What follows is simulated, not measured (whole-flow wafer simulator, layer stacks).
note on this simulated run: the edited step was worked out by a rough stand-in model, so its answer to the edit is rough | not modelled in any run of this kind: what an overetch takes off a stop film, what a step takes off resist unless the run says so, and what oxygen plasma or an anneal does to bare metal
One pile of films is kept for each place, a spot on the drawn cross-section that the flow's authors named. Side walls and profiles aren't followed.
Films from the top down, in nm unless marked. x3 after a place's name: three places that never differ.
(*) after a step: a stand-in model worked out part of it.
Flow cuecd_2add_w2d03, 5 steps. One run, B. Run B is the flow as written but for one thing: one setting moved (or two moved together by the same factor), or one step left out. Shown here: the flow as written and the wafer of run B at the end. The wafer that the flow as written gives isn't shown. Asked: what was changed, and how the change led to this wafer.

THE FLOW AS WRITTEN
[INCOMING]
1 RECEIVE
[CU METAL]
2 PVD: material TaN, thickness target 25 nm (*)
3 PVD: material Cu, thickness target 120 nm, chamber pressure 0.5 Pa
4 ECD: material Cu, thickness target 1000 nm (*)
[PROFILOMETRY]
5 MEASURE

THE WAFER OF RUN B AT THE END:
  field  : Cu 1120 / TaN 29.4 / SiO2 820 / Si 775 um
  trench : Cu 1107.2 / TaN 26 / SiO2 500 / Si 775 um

The cause: step 2, PVD: thickness target 29.4 nm was run, where the flow has thickness target 25 nm.
It can be read off the wafer: field has TaN 29.4, and step 2 as written asks for 25 nm.

How the change led to this, step by step:
  2 PVD: material TaN, thickness target 25 nm (*)
      field: TaN +29.4 (new film) (as written it would be: TaN +25 (new film))
      trench: TaN +26 (new film) (as written it would be: TaN +22.1 (new film))
